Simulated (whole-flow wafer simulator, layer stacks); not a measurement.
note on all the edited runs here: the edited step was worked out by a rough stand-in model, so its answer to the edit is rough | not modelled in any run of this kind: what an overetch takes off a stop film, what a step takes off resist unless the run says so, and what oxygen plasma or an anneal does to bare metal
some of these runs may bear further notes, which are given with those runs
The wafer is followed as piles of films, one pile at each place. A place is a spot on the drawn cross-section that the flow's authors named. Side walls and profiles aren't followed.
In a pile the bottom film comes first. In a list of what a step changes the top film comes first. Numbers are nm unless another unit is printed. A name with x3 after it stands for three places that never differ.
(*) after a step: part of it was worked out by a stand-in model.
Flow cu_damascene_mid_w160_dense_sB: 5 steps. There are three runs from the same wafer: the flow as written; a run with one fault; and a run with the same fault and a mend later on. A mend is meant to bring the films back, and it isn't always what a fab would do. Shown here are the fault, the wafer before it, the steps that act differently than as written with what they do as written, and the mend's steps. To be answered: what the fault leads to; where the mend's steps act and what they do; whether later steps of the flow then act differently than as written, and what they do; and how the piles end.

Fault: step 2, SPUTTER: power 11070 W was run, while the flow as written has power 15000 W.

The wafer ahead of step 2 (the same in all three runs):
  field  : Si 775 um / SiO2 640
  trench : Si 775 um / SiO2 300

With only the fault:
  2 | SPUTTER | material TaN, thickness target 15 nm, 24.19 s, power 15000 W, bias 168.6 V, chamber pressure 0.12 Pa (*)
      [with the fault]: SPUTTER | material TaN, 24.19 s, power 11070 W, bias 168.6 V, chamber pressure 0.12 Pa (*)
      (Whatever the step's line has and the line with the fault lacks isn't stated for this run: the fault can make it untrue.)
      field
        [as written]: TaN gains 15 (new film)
        [with the fault]: TaN gains 11.1 (new film)
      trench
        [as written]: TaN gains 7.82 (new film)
        [with the fault]: TaN gains 5.76 (new film)
  None of the later steps of the flow differs from how it acts as written, at any place that is followed, by more than 2% or 0.5 nm, whichever is larger.
  The piles end different from the flow's at field, trench by more than 2% or 0.5 nm, whichever is larger.
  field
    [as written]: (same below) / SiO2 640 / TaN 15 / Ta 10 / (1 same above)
    [with the fault]: (same below) / SiO2 640 / TaN 11.1 / Ta 10 / (1 same above)
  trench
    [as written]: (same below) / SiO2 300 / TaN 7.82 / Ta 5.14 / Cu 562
    [with the fault]: (same below) / SiO2 300 / TaN 5.76 / Ta 5.18 / Cu 560.1

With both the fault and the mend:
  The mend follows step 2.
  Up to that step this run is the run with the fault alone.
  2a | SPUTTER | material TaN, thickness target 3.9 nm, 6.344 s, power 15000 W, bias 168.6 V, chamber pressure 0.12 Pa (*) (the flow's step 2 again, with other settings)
      field
        TaN gains 3.9
      trench
        TaN gains 1.98
  None of the later steps of the flow differs from how it acts as written, at any place that is followed, by more than 2% or 0.5 nm, whichever is larger.
  The piles end only slightly different from the flow's at the places that both follow, by no more than 2% or 0.5 nm, whichever is larger.
